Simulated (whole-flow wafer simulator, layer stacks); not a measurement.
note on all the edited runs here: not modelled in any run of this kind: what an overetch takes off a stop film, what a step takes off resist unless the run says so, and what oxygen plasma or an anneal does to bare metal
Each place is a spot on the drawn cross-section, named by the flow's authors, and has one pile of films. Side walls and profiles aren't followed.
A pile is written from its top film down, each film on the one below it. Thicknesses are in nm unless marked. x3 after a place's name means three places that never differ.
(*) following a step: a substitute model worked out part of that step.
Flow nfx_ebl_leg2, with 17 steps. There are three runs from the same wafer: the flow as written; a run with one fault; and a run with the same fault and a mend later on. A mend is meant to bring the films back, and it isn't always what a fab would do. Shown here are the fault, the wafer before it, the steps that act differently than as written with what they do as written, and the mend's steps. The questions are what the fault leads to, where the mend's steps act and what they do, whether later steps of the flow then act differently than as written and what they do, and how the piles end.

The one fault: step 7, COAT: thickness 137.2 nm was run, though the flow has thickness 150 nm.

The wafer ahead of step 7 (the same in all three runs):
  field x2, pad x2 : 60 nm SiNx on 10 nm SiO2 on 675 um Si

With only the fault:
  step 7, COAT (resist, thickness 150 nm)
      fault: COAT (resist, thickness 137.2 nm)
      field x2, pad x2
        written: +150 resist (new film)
        fault: +137.2 resist (new film)
  Steps further on in the flow that do not act as written (1 more step, not shown, differs only slightly: by at most 2% or 0.5 nm, whichever is larger):
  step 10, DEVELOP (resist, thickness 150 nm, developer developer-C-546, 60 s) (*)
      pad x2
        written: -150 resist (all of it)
        fault: -137.2 resist (all of it)
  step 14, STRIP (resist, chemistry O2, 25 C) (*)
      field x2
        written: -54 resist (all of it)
        fault: -41.2 resist (all of it)
  The piles end the same as the flow's at every place that both follow.

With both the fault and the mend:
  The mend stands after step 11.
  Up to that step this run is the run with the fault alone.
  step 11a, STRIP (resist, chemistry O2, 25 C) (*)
      field x2
        -137.2 resist (all of it)
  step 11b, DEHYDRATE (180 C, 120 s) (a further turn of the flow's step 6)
      leaves every film unchanged at each place that is followed
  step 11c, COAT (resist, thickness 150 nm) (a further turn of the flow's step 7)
      field x2, pad x2
        +150 resist (new film)
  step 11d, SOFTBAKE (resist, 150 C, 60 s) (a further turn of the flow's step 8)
      leaves every film unchanged at each place that is followed
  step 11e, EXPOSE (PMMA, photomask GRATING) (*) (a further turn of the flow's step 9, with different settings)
      leaves every film unchanged at each place that is followed
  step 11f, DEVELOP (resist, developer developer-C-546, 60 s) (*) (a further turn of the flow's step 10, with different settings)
      pad x2
        -150 resist (all of it)
  Later steps of the flow that are run all act as written at every place that is followed.
  The piles end the same as the flow's at every place that both follow.
